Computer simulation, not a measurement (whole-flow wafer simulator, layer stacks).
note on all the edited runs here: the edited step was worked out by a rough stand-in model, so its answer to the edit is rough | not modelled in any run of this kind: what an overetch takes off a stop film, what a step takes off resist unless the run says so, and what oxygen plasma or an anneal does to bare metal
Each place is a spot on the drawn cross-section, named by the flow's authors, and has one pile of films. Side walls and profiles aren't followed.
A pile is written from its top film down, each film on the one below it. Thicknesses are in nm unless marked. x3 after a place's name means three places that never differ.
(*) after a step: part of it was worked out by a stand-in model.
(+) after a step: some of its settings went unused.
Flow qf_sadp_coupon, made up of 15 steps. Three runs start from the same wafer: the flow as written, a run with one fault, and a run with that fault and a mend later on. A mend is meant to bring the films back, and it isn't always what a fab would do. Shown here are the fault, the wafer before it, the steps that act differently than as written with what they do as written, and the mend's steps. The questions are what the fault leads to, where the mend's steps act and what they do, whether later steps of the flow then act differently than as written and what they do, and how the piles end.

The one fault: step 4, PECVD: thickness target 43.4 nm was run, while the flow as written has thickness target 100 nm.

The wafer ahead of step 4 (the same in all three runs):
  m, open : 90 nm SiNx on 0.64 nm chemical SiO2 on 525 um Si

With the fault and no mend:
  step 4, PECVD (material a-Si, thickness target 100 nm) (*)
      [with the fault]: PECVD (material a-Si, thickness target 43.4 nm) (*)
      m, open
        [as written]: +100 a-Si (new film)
        [with the fault]: +43.4 a-Si (new film)
  Steps later in the flow that act otherwise than as written:
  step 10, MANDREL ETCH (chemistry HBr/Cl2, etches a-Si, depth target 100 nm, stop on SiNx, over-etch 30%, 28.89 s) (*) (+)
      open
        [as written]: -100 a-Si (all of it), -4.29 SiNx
        [with the fault]: -43.4 a-Si (all of it), -12.4 SiNx
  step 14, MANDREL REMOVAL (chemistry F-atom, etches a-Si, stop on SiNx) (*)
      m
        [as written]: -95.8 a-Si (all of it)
        [with the fault]: -39.2 a-Si (all of it)
  The piles end different from the flow's at open by more than 2% or 0.5 nm, whichever is larger.
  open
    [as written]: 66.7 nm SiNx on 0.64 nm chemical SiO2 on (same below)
    [with the fault]: 58.6 nm SiNx on 0.64 nm chemical SiO2 on (same below)

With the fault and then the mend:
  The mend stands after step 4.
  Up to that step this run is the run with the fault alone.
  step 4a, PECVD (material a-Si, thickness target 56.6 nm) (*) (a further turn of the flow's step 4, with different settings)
      m, open
        +56.6 a-Si
  Every later step of the flow that is run acts as written at every place that is followed.
  The piles end the same as the flow's at every place that both follow.
